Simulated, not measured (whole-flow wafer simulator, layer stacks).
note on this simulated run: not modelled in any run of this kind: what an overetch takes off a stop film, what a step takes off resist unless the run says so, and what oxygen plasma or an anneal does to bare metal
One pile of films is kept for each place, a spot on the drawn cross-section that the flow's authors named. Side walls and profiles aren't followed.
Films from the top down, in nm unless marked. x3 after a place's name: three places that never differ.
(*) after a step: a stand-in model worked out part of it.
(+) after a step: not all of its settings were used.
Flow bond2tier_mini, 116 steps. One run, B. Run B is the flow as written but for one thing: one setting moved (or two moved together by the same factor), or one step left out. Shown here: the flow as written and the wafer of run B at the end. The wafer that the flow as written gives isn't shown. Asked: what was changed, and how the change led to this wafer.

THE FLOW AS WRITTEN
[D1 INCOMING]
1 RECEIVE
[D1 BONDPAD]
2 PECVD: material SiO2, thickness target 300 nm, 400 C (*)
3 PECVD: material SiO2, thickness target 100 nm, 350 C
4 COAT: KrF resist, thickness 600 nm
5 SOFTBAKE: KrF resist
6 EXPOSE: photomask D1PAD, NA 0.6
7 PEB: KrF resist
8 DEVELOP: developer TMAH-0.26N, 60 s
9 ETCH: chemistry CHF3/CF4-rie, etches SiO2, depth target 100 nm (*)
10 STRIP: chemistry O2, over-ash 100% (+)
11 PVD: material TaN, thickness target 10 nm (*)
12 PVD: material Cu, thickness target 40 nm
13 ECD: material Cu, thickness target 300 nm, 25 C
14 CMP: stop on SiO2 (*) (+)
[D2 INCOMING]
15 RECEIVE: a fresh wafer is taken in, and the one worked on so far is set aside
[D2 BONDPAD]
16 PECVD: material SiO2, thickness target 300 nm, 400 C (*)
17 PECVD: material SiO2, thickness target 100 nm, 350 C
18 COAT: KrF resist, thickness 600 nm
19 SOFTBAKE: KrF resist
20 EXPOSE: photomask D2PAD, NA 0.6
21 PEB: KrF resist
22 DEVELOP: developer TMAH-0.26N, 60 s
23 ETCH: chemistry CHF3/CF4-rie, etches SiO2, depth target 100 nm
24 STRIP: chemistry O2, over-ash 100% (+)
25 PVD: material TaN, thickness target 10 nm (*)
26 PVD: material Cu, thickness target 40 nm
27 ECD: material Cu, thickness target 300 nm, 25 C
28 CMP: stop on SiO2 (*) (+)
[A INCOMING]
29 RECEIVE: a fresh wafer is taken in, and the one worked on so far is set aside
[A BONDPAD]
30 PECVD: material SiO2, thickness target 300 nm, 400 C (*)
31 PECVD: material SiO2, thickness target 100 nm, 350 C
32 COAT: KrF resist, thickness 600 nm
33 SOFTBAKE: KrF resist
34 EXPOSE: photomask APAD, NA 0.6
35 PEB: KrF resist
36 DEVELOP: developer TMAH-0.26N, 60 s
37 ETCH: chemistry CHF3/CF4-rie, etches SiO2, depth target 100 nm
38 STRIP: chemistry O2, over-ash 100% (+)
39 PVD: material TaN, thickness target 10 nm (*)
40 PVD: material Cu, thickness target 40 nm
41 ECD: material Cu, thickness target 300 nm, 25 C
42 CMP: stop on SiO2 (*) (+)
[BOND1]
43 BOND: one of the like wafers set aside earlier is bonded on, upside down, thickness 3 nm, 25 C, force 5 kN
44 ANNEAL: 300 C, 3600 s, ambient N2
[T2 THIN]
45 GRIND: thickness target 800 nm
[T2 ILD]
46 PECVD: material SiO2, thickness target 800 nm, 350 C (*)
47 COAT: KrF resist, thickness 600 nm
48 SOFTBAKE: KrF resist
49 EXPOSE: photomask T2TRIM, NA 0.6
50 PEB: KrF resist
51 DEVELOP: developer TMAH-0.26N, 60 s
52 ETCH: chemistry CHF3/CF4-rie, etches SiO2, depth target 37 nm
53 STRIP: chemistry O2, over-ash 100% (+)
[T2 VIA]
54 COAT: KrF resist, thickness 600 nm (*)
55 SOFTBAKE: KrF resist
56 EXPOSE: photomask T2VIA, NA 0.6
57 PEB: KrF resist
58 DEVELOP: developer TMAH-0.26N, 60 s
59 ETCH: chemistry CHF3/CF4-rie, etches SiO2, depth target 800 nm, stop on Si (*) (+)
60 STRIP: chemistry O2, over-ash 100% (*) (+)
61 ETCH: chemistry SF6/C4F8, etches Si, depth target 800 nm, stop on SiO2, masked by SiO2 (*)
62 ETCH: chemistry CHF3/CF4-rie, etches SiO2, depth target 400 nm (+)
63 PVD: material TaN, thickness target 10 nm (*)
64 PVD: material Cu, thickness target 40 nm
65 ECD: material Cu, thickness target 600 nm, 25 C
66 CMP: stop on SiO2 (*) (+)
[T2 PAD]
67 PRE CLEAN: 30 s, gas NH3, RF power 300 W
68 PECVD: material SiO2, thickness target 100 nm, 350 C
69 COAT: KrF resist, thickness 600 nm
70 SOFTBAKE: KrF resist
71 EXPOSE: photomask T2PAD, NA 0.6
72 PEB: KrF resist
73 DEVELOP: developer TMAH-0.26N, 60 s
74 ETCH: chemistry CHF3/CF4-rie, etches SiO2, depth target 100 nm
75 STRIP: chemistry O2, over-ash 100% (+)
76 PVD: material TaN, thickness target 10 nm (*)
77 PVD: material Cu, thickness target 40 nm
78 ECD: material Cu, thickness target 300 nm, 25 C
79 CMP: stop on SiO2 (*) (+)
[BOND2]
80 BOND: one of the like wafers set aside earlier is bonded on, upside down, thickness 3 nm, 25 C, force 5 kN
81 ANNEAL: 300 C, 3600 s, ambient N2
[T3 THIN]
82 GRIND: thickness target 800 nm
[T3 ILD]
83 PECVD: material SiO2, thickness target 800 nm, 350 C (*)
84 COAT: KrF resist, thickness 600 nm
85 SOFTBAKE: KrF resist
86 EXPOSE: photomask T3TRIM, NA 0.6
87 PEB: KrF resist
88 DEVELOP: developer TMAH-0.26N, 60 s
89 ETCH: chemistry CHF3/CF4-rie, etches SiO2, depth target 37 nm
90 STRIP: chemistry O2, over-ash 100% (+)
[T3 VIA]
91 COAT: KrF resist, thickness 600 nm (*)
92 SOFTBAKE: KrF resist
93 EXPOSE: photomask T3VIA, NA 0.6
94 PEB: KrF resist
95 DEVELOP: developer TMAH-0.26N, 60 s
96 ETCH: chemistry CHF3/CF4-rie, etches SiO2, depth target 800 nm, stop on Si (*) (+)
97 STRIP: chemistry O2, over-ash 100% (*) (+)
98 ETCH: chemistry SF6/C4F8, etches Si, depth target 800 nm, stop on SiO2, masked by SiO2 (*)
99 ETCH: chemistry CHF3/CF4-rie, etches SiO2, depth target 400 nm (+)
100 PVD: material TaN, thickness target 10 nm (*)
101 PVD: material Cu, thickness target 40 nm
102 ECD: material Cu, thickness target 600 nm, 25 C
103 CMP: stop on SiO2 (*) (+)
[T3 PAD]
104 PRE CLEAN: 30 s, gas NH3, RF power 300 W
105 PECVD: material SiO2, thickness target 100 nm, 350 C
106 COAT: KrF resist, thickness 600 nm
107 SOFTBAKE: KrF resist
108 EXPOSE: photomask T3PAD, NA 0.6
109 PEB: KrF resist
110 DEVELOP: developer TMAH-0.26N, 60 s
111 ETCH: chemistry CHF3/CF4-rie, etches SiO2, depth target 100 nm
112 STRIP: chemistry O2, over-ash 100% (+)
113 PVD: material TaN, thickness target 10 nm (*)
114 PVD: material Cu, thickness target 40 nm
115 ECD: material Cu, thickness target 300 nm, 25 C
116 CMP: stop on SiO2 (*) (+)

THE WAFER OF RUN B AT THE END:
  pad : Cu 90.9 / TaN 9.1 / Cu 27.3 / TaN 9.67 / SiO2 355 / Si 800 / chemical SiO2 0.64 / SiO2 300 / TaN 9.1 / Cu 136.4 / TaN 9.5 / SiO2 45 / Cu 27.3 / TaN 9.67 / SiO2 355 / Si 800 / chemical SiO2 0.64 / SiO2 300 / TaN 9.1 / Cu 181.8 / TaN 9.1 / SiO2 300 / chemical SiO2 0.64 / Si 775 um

The cause: step 74, ETCH: depth target 55 nm was run, where the flow has depth target 100 nm.

How the change led to this, step by step:
  74 ETCH: chemistry CHF3/CF4-rie, etches SiO2, depth target 100 nm
      pad: SiO2 -55 (as written it would be: SiO2 -100 (all of it))
      field: KrF resist -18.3 (as written it would be: KrF resist -33.3)
  75 STRIP: chemistry O2, over-ash 100% (+)
      field: KrF resist -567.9 (all of it) (as written it would be: KrF resist -552.9 (all of it))
  77 PVD: material Cu, thickness target 40 nm
      pad: Cu +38 (new film) (as written it would be: Cu +36.4 (new film))
  78 ECD: material Cu, thickness target 300 nm, 25 C
      pad: Cu +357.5 (as written it would be: Cu +404.5)
Counting metal films that touch as one body, pad has 4 bodies (between them, from the top down: SiO2 355 / Si 800 / chemical SiO2 0.64 / SiO2 300; SiO2 45; SiO2 355 / Si 800 / chemical SiO2 0.64 / SiO2 300); the flow as written gives 3 bodies (between them, from the top down: SiO2 355 / Si 800 / chemical SiO2 0.64 / SiO2 300; SiO2 355 / Si 800 / chemical SiO2 0.64 / SiO2 300).
